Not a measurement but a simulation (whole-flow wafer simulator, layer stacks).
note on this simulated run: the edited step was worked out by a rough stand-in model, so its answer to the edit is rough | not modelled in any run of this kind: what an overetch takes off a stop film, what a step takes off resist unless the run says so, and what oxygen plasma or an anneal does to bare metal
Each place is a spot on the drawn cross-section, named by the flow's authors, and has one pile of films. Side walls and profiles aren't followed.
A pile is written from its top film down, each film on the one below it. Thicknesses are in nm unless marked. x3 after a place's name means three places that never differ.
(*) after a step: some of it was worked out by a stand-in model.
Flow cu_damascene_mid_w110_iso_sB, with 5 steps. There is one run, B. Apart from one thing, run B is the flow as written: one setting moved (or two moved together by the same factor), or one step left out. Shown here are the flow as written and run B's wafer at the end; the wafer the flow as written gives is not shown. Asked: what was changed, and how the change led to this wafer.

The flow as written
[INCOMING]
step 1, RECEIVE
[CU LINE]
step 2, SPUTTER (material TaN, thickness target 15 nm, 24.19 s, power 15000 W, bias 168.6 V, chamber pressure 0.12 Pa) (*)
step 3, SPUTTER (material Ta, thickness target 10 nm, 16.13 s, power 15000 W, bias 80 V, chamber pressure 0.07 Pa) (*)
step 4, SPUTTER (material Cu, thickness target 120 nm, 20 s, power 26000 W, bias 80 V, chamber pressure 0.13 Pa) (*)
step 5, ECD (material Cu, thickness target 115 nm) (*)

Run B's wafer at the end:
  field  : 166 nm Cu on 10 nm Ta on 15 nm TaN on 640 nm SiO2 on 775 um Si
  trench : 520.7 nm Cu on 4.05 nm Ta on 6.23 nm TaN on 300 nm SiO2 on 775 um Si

What caused this: step 5, ECD: thickness target 46 nm was run, while the flow as written has thickness target 115 nm.

Step by step, how the change led to this:
  step 5, ECD (material Cu, thickness target 115 nm) (*)
      field: +46 Cu (it would be, as written: +115 Cu)
      trench: +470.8 Cu (it would be, as written: +539.8 Cu)
